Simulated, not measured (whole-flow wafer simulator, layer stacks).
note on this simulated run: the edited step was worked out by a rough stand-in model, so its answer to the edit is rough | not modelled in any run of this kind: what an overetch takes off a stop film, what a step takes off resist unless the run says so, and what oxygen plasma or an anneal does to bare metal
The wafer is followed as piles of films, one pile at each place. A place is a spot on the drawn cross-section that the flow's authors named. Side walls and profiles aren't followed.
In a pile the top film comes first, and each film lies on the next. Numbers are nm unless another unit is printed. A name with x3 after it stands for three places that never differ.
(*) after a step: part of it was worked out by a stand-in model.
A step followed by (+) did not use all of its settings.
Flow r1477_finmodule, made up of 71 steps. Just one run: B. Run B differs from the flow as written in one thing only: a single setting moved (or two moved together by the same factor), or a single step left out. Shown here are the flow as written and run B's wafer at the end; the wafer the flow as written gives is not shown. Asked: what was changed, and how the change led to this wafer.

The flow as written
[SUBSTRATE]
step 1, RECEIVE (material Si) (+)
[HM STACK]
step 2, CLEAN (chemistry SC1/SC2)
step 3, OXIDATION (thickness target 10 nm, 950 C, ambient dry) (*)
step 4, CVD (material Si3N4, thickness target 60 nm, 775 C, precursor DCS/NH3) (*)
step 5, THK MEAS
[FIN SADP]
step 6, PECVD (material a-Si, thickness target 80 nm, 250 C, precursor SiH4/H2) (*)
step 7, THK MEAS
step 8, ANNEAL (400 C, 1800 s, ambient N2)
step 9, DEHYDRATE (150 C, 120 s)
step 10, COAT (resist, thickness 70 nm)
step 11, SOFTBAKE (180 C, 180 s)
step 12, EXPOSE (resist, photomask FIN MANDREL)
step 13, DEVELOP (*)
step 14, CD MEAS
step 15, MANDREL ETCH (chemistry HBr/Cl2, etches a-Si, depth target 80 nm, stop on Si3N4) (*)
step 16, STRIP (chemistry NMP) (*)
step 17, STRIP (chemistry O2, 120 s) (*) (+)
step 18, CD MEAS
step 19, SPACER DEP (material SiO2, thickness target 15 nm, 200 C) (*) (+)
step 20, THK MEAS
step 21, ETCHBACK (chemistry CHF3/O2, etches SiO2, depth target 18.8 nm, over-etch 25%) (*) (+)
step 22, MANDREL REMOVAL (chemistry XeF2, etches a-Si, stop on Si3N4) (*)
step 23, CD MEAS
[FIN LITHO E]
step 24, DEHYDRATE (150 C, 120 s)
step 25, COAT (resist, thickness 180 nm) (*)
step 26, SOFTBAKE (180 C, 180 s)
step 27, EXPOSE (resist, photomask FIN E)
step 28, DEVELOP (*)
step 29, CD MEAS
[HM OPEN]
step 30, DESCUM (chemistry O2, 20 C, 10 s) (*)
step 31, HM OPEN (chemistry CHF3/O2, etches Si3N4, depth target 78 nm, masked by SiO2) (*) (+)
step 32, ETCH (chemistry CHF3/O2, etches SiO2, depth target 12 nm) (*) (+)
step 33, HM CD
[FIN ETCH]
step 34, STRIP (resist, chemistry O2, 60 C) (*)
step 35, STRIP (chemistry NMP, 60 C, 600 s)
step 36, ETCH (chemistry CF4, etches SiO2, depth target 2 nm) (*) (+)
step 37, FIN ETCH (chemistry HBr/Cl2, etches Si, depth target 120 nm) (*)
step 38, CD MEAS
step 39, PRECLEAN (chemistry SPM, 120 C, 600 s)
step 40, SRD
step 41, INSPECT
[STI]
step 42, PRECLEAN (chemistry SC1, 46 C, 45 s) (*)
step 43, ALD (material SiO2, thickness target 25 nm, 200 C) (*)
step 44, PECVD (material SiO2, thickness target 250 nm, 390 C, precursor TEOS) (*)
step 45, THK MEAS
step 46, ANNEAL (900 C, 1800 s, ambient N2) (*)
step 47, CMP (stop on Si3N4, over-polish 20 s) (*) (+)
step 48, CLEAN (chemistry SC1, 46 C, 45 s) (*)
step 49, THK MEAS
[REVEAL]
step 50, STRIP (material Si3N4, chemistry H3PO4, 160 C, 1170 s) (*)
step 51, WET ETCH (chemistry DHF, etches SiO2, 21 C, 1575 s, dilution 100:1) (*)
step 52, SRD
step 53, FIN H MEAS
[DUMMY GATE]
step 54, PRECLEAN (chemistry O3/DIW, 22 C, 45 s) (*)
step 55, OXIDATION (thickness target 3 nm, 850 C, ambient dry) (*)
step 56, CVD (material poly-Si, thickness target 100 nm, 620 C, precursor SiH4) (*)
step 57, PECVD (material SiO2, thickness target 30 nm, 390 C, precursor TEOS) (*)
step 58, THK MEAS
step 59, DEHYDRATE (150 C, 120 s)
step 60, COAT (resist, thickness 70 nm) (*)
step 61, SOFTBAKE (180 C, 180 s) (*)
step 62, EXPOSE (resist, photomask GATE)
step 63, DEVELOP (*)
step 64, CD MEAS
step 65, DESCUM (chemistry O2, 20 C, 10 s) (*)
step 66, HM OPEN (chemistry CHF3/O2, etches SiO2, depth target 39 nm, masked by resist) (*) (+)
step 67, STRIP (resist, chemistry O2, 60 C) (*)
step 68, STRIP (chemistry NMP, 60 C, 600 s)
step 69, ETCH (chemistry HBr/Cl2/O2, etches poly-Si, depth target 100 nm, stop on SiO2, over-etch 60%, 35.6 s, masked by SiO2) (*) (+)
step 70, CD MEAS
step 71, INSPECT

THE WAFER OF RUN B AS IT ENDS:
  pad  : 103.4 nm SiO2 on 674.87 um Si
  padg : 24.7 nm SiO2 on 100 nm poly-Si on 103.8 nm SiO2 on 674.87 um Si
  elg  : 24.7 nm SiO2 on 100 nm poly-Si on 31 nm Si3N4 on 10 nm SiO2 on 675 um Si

What caused this: step 36, ETCH: depth target 2.7 nm was run, whereas the flow has depth target 2 nm.

The path from the change to this, step by step:
  step 36, ETCH (chemistry CF4, etches SiO2, depth target 2 nm) (*) (+)
      pad, padg, esg and 19 more: -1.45 chemical SiO2 (all of it), -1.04 Si (in the flow as written it would be: -1.45 chemical SiO2 (all of it), -0.46 Si)
      elg, e40lg, e100lg, e200lg, elo, e40lo, e100lo, e200lo: -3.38 Si3N4 (in the flow as written it would be: -2.5 Si3N4)
      (also at 6 further places)
  step 51, WET ETCH (chemistry DHF, etches SiO2, 21 C, 1575 s, dilution 100:1) (*)
      elg, e40lg, e100lg, e200lg, elo, e40lo, e100lo, e200lo: -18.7 SiO2 (all of it), -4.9 Si3N4 (in the flow as written it would be: -17.8 SiO2 (all of it), -4.97 Si3N4)
